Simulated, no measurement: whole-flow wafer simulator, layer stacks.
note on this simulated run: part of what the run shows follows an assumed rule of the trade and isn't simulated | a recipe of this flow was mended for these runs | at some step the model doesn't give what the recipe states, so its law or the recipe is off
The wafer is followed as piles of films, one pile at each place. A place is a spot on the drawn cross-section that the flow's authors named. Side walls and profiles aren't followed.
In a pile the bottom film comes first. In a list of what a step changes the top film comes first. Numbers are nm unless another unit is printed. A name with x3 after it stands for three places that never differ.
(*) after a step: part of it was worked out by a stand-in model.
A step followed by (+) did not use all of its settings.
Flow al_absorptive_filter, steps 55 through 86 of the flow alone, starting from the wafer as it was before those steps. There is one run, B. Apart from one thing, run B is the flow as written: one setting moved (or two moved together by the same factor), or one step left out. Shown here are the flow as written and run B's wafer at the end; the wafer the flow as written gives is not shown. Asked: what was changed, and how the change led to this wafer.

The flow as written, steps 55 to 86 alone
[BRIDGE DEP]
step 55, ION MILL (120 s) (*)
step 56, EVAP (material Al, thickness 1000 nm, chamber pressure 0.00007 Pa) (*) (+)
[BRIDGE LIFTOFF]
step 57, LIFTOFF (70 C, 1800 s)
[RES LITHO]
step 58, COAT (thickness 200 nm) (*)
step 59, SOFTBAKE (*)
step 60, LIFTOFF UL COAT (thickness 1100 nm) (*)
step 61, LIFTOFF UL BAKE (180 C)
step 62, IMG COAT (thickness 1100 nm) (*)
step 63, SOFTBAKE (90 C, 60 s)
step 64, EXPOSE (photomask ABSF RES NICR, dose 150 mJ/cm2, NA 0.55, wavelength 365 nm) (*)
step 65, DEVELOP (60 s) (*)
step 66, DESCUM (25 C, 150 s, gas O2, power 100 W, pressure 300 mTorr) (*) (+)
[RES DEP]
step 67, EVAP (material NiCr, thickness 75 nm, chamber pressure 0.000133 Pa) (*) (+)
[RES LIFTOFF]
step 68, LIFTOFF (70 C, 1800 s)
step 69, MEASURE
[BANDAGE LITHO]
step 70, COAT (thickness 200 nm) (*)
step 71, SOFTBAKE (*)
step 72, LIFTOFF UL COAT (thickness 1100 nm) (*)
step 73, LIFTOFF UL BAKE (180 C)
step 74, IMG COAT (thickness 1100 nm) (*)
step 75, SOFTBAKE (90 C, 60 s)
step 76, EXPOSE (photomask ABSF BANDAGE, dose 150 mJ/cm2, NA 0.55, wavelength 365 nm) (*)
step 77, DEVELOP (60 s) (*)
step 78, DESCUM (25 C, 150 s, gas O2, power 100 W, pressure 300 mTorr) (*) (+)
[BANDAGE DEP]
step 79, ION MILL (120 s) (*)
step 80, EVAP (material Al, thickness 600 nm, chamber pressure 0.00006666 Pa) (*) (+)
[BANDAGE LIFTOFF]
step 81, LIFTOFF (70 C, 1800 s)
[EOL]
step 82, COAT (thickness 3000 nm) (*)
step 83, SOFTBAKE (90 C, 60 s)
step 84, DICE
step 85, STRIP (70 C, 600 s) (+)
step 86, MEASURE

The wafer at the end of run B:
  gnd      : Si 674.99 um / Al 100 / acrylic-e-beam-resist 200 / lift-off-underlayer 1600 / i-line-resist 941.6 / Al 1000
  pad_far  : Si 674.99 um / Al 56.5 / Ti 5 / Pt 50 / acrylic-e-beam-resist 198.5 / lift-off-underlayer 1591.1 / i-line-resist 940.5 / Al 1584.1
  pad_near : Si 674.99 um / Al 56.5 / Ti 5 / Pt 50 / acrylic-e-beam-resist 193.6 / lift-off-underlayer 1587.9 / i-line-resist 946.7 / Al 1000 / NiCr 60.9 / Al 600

Cause: step 57, LIFTOFF: 70 C, 1800 s, was omitted.

The path from the change to this, step by step:
  step 58, COAT (thickness 200 nm) (*)
      pad_near: +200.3 acrylic-e-beam-resist (new film) (in the flow as written it would be: +193.6 acrylic-e-beam-resist (new film))
      ledge: +200.5 acrylic-e-beam-resist (new film) (in the flow as written it would be: +169.8 acrylic-e-beam-resist (new film))
      (and at 5 other places as well)
  step 60, LIFTOFF UL COAT (thickness 1100 nm) (*)
      res: +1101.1 lift-off-underlayer (new film) (in the flow as written it would be: +1148.2 lift-off-underlayer (new film))
      xa_margin: +586 lift-off-underlayer (new film) (in the flow as written it would be: +1021 lift-off-underlayer (new film))
      (and at 1 other place as well)
  step 62, IMG COAT (thickness 1100 nm) (*)
      xa_margin: +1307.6 i-line-resist (new film) (in the flow as written it would be: +741.1 i-line-resist (new film))
      xa_strip: +1501.4 i-line-resist (new film) (in the flow as written it would be: +577.9 i-line-resist (new film))
  step 63, SOFTBAKE (90 C, 60 s)
      xa_strip: +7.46 i-line-resist (in the flow as written it would be: -4.64 i-line-resist)
      xa_margin: -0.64 i-line-resist (in the flow as written it would be: -3.13 i-line-resist)
  step 65, DEVELOP (60 s) (*)
      res: -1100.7 i-line-resist (all of it), -1101.1 lift-off-underlayer (all of it) (in the flow as written it would be: -1116.9 i-line-resist (all of it), -1148.2 lift-off-underlayer (all of it))
  step 66, DESCUM (25 C, 150 s, gas O2, power 100 W, pressure 300 mTorr) (*) (+)
      gnd, pad_far, xa_field and 8 more: -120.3 i-line-resist (in the flow as written it would be: -138.9 i-line-resist)
      pad_near: -200.3 acrylic-e-beam-resist (all of it) (in the flow as written it would be: -193.6 acrylic-e-beam-resist (all of it))
      (and at 2 other places as well)
  step 68, LIFTOFF (70 C, 1800 s)
      pad_far: -75 NiCr (all of it), -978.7 i-line-resist (all of it), -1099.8 lift-off-underlayer (all of it), -199.9 acrylic-e-beam-resist (all of it) (in the flow as written it would be: -75 NiCr (all of it), -957.7 i-line-resist (all of it), -1092.7 lift-off-underlayer (all of it), -198.5 acrylic-e-beam-resist (all of it))
      xa_margin: -75 NiCr (all of it), -1185.5 i-line-resist (all of it), -586 lift-off-underlayer (all of it), -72 acrylic-e-beam-resist (all of it) (in the flow as written it would be: -75 NiCr (all of it), -598.1 i-line-resist (all of it), -1021 lift-off-underlayer (all of it), -288.1 acrylic-e-beam-resist (all of it))
      (and at 5 other places as well)
  step 70, COAT (thickness 200 nm) (*)
      pad_near: +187 acrylic-e-beam-resist (new film) (in the flow as written it would be: +180.9 acrylic-e-beam-resist (new film))
      ledge: +197.1 acrylic-e-beam-resist (new film) (in the flow as written it would be: +167 acrylic-e-beam-resist (new film))
      (and at 5 other places as well)
  step 72, LIFTOFF UL COAT (thickness 1100 nm) (*)
      res: +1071 lift-off-underlayer (new film) (in the flow as written it would be: +1118.2 lift-off-underlayer (new film))
      xa_margin: +586 lift-off-underlayer (new film) (in the flow as written it would be: +1021 lift-off-underlayer (new film))
      (and at 1 other place as well)
  step 74, IMG COAT (thickness 1100 nm) (*)
      xa_margin: +1307.6 i-line-resist (new film) (in the flow as written it would be: +741.1 i-line-resist (new film))
      xa_strip: +1501.3 i-line-resist (new film) (in the flow as written it would be: +577.9 i-line-resist (new film))
  step 75, SOFTBAKE (90 C, 60 s)
      xa_strip: +7.46 i-line-resist (in the flow as written it would be: -4.64 i-line-resist)
      xa_margin: -0.64 i-line-resist (in the flow as written it would be: -3.13 i-line-resist)
  step 78, DESCUM (25 C, 150 s, gas O2, power 100 W, pressure 300 mTorr) (*) (+)
      pad_near: -187 acrylic-e-beam-resist (all of it) (in the flow as written it would be: -180.9 acrylic-e-beam-resist (all of it))
  step 79, ION MILL (120 s) (*)
      pad_far: -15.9 Al (in the flow as written it would be: -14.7 Pt)
  step 80, EVAP (material Al, thickness 600 nm, chamber pressure 0.00006666 Pa) (*) (+)
      pad_far: +600 Al (in the flow as written it would be: +600 Al (new film))
  step 81, LIFTOFF (70 C, 1800 s)
      ledge: -600 Al (all of it), -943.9 i-line-resist (all of it), -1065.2 lift-off-underlayer (all of it), -197.1 acrylic-e-beam-resist (all of it) (in the flow as written it would be: -600 Al (all of it), -956.6 i-line-resist (all of it), -1077.5 lift-off-underlayer (all of it), -167 acrylic-e-beam-resist (all of it))
      res: -600 Al (all of it), -947.1 i-line-resist (all of it), -1071 lift-off-underlayer (all of it), -187.2 acrylic-e-beam-resist (all of it) (in the flow as written it would be: -600 Al (all of it), -964.1 i-line-resist (all of it), -1118.2 lift-off-underlayer (all of it), -218.1 acrylic-e-beam-resist (all of it))
      (and at 4 other places as well)
  step 82, COAT (thickness 3000 nm) (*)
      res: +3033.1 i-line-resist (new film) (in the flow as written it would be: +3123.4 i-line-resist (new film))
      xa_margin: +2632.1 i-line-resist (new film) (in the flow as written it would be: +2563.4 i-line-resist (new film))
      (and at 2 other places as well)
  ... 1 further step ...
  step 85, STRIP (70 C, 600 s) (+)
      res: -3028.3 i-line-resist (all of it) (in the flow as written it would be: -3121.6 i-line-resist (all of it))
      xa_margin: -2687.9 i-line-resist (all of it) (in the flow as written it would be: -2469.3 i-line-resist (all of it))
      (and at 2 other places as well)
With metal films that touch counted as one body, gnd has 2 bodies (between them, from the top down: i-line-resist 941.6 / lift-off-underlayer 1600 / acrylic-e-beam-resist 200); the flow as written gives 1 body.
With metal films that touch counted as one body, pad_far has 2 bodies (between them, from the top down: i-line-resist 940.5 / lift-off-underlayer 1591.1 / acrylic-e-beam-resist 198.5); the flow as written gives 1 body.
With metal films that touch counted as one body, pad_near has 3 bodies (between them, from the top down: NiCr 60.9; i-line-resist 946.7 / lift-off-underlayer 1587.9 / acrylic-e-beam-resist 193.6); the flow as written gives 2 bodies (between them, from the top down: NiCr 60.9).
